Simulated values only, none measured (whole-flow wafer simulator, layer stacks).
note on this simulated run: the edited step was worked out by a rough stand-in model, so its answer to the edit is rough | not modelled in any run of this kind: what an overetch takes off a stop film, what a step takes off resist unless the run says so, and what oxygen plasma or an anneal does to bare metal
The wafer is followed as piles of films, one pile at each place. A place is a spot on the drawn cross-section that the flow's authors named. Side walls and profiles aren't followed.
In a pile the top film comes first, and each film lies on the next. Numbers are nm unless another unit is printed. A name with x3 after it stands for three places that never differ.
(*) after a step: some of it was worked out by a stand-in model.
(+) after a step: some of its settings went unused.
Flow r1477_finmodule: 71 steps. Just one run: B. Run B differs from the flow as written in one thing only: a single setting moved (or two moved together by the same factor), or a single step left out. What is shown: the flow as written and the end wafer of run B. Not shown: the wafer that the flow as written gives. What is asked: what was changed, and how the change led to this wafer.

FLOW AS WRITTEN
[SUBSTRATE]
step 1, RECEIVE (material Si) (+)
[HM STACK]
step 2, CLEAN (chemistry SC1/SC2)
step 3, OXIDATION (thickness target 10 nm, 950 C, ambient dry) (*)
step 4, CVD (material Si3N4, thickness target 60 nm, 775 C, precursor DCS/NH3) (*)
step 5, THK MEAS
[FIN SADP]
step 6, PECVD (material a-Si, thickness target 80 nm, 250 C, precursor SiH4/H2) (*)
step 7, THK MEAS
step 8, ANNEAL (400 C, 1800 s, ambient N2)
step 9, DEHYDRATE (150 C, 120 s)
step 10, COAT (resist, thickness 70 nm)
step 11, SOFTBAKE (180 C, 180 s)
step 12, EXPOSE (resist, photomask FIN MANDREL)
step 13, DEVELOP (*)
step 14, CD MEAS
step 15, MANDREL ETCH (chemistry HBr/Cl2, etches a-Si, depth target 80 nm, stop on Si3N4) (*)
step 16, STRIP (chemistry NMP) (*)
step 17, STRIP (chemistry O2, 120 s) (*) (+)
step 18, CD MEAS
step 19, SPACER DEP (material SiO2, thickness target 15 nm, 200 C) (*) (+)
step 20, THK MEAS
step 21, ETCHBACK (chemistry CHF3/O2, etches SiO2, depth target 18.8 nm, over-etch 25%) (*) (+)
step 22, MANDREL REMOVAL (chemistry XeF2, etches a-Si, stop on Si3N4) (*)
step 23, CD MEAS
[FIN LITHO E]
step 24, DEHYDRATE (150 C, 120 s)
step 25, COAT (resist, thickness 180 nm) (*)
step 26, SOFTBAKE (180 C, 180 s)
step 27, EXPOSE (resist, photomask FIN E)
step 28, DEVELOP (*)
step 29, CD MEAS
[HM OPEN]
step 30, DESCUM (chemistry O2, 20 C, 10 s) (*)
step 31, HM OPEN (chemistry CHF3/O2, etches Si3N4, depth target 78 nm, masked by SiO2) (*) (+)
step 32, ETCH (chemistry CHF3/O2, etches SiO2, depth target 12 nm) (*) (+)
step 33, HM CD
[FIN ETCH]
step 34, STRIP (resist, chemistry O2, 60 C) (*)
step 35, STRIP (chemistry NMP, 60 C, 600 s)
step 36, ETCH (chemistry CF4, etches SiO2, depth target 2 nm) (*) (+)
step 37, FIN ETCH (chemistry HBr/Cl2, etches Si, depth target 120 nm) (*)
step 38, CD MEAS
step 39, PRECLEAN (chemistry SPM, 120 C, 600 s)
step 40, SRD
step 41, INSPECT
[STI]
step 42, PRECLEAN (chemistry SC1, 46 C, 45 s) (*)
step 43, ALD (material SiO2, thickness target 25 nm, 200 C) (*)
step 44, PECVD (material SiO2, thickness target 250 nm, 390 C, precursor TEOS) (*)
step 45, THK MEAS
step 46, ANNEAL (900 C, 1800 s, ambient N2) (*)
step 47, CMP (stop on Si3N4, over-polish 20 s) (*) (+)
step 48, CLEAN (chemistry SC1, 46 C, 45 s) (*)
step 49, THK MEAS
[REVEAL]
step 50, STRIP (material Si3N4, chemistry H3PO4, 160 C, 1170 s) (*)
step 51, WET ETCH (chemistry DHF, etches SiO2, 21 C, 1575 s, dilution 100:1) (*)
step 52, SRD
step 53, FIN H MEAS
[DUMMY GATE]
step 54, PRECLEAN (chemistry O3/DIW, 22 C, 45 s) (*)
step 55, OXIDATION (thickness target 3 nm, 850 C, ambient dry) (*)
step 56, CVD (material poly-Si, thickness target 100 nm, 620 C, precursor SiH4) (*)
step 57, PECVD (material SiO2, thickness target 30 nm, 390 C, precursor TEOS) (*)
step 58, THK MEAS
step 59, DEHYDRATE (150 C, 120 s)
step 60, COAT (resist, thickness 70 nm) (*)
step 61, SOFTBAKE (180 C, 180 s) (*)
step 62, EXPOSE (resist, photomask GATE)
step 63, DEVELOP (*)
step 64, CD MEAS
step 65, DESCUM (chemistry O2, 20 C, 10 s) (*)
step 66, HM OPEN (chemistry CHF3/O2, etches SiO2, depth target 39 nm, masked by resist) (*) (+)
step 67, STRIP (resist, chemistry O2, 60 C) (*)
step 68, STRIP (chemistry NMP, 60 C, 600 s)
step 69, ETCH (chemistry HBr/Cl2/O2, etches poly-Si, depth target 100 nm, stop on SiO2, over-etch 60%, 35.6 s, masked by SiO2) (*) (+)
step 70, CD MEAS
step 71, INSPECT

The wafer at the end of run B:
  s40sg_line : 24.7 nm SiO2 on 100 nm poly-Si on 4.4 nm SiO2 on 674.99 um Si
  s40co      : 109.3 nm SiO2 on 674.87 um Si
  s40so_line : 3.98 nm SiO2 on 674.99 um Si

The reason: step 55, OXIDATION: thickness target 4.4 nm was run, whereas the flow has thickness target 3 nm.
The wafer lets one read it off: s40sg_line has SiO2 4.4, and step 55 as written asks for 3 nm.

The path from the change to this, step by step:
  step 55, OXIDATION (thickness target 3 nm, 850 C, ambient dry) (*)
      s40sg_line, s45sg_line, s50sg_line, s40so_line, s45so_line, s50so_line: +4.4 SiO2 (new film), -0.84 chemical SiO2 (all of it), -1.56 Si (it would be, as written: +3 SiO2 (new film), -0.84 chemical SiO2 (all of it), -0.95 Si)
